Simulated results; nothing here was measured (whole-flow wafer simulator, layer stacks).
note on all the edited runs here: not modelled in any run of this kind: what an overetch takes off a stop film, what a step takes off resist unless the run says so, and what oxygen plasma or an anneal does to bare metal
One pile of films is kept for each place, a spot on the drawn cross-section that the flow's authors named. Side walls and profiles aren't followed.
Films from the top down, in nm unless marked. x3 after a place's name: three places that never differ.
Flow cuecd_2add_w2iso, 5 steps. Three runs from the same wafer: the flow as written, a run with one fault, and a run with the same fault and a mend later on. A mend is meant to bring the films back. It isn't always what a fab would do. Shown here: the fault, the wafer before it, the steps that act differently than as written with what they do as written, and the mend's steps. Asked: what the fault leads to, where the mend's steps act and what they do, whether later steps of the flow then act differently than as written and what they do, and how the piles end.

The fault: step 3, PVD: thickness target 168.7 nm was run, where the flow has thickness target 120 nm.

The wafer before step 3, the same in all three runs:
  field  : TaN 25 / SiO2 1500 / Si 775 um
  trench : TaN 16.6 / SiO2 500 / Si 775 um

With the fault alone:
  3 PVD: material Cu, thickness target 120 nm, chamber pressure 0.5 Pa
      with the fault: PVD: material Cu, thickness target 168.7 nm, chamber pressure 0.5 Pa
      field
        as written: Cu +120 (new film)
        with the fault: Cu +168.7 (new film)
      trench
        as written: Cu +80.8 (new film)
        with the fault: Cu +113.3 (new film)
  No later step of the flow acts differently than as written, at any place that is followed, by more than 2% or 0.5 nm, whichever is larger.
  At the end the piles differ from the flow's by more than 2% or 0.5 nm, whichever is larger, at field, trench.
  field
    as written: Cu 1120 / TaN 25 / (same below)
    with the fault: Cu 1168.7 / TaN 25 / (same below)
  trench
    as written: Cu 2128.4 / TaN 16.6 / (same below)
    with the fault: Cu 2177.1 / TaN 16.6 / (same below)

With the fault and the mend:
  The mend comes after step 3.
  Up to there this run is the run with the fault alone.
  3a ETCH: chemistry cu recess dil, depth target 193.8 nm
      field
        Cu -168.7 (all of it)
      trench
        Cu -113.3 (all of it)
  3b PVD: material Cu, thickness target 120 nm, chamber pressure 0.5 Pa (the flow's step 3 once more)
      field
        Cu +120 (new film)
      trench
        Cu +80.8 (new film)
  No later step of the flow acts differently than as written at any place that is followed.
  At the end the piles are the same as the flow's at every place that both follow.
